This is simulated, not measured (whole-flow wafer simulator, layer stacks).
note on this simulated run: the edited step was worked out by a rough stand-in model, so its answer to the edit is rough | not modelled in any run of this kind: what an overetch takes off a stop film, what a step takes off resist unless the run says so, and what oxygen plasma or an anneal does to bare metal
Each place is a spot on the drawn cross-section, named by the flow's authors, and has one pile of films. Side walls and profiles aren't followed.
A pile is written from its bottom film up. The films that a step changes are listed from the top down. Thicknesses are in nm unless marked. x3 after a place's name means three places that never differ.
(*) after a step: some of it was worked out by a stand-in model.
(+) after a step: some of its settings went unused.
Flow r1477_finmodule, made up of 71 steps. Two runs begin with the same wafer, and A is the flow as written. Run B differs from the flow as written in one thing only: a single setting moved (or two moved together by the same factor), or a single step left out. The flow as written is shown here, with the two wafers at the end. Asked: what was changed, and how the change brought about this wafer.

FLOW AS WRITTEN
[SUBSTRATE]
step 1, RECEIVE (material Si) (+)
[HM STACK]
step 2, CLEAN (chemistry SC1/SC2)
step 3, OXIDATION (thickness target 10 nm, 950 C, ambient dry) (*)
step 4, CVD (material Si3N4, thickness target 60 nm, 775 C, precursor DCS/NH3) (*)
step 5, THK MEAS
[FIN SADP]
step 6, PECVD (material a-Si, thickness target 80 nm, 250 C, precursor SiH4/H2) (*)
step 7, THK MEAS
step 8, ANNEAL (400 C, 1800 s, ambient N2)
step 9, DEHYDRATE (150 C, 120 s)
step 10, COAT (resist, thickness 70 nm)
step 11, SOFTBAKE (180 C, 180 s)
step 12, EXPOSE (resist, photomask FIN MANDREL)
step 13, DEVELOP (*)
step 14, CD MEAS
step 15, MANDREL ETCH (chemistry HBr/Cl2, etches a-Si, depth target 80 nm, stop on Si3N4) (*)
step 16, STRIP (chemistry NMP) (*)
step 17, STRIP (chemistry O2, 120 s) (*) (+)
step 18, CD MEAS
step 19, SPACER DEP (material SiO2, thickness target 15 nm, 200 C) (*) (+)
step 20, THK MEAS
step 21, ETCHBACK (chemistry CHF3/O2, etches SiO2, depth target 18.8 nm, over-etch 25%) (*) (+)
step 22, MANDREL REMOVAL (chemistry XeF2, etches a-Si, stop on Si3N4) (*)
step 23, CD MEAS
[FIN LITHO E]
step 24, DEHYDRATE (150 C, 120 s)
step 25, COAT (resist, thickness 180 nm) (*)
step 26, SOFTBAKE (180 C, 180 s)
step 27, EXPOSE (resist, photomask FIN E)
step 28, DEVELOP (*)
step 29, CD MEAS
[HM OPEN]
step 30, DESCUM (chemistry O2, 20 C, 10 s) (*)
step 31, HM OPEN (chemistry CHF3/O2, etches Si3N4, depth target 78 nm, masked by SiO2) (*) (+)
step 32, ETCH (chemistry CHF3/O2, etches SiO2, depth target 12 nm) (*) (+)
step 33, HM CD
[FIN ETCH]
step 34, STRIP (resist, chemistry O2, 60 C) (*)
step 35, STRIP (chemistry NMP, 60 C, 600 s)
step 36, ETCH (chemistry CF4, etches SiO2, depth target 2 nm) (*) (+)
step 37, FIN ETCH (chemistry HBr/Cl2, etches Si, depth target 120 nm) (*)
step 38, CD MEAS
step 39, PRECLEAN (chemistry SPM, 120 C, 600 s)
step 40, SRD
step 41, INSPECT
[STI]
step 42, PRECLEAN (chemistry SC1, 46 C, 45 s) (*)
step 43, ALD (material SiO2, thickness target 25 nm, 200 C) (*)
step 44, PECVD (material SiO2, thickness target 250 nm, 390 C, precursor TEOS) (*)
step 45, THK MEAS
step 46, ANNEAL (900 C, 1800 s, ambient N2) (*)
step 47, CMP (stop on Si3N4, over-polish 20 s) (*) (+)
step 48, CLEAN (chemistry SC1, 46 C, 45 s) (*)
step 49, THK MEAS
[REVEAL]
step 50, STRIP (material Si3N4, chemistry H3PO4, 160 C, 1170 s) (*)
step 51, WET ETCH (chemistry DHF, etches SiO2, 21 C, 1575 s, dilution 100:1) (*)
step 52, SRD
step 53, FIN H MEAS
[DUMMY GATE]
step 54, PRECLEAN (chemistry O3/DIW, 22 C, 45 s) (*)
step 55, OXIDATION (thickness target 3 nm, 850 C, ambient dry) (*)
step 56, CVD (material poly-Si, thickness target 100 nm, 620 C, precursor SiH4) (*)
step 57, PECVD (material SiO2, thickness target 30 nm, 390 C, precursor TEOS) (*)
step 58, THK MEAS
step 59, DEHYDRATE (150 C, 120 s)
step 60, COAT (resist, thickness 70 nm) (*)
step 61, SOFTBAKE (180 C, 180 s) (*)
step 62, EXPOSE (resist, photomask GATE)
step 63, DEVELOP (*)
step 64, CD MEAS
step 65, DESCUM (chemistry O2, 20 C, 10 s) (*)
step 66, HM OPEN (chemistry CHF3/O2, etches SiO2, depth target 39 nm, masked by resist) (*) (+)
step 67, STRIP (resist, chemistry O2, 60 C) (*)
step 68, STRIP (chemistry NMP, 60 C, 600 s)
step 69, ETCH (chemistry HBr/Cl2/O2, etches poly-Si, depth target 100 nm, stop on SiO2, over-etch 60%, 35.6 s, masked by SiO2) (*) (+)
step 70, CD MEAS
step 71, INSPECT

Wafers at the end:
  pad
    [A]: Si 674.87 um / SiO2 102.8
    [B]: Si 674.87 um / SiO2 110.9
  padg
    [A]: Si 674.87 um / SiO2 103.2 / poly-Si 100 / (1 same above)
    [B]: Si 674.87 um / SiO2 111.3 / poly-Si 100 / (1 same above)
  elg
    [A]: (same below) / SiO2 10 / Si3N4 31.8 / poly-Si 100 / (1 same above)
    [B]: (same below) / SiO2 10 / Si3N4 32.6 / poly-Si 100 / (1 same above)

What caused this: step 51, WET ETCH: 18.59 C was run, while the flow as written has 21 C.

Step by step, how the change led to this:
  step 51, WET ETCH (chemistry DHF, etches SiO2, 21 C, 1575 s, dilution 100:1) (*)
      pad, padg, e40sg and 12 more: A SiO2 loses 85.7 | B SiO2 loses 77.6
      elg, e40lg, e100lg, e200lg, elo, e40lo, e100lo, e200lo: A SiO2 loses 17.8 (all of it), Si3N4 loses 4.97 | B SiO2 loses 17.8 (all of it), Si3N4 loses 4.09
      (as well as at 7 more places)
  step 56, CVD (material poly-Si, thickness target 100 nm, 620 C, precursor SiH4) (*)
      s40cg, s40co: A poly-Si gains 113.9 (new film) | B poly-Si gains 106.5 (new film)
      s45cg, s45co: A poly-Si gains 113.4 (new film) | B poly-Si gains 105.9 (new film)
      (as well as at 3 more places)
  step 60, COAT (resist, thickness 70 nm) (*)
      e40sg, eso, e40so: A resist gains 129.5 (new film) | B resist gains 122.6 (new film)
      e100sg, e100so: A resist gains 129.4 (new film) | B resist gains 122.6 (new film)
      (as well as at 8 more places)
  step 63, DEVELOP (*)
      eso, e40so: A resist loses 129.5 (all of it) | B resist loses 122.6 (all of it)
      e100so: A resist loses 129.4 (all of it) | B resist loses 122.6 (all of it)
      (as well as at 4 more places)
  step 67, STRIP (resist, chemistry O2, 60 C) (*)
      e40sg: A resist loses 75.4 (all of it) | B resist loses 68.5 (all of it)
      e100sg: A resist loses 75.3 (all of it) | B resist loses 68.5 (all of it)
      (as well as at 4 more places)
  step 69, ETCH (chemistry HBr/Cl2/O2, etches poly-Si, depth target 100 nm, stop on SiO2, over-etch 60%, 35.6 s, masked by SiO2) (*) (+)
      s40co: A chemical SiO2 loses 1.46 (all of it), poly-Si loses 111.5 (all of it), SiO2 loses 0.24 | B chemical SiO2 loses 1.42 (all of it), poly-Si loses 104 (all of it), SiO2 loses 0.28
      s45co: A chemical SiO2 loses 1.46 (all of it), poly-Si loses 110.9 (all of it), SiO2 loses 0.25 | B chemical SiO2 loses 1.42 (all of it), poly-Si loses 103.5 (all of it), SiO2 loses 0.28
      (as well as at 1 more place)
